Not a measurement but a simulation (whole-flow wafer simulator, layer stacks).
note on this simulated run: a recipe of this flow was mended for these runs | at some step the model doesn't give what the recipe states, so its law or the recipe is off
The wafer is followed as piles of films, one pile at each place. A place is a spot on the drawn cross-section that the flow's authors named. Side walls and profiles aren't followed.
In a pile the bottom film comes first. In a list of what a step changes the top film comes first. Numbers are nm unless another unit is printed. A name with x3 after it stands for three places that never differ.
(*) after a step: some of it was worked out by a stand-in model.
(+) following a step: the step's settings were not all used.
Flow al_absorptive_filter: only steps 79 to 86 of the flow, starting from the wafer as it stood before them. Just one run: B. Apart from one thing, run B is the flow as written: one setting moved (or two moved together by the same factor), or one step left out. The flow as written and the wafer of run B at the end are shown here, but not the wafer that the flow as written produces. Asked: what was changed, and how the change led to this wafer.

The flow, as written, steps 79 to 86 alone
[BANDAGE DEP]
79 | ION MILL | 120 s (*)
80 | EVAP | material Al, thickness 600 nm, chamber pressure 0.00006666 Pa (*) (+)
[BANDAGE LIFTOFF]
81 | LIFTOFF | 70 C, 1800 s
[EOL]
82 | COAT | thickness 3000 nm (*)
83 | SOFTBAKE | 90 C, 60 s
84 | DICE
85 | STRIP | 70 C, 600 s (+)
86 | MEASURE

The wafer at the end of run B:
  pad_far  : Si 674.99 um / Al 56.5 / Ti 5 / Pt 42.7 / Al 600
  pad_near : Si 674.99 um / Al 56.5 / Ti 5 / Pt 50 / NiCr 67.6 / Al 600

What caused this: step 79, ION MILL: 60 s was run, while the flow as written has 120 s.

The path from the change to this, step by step:
  79 | ION MILL | 120 s (*)
      gnd, ledge, res and 9 more: i-line-resist loses 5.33 (it would be, as written: i-line-resist loses 10.7)
      pad_far: Pt loses 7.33 (it would be, as written: Pt loses 14.7)
      (as well as at 1 more place)
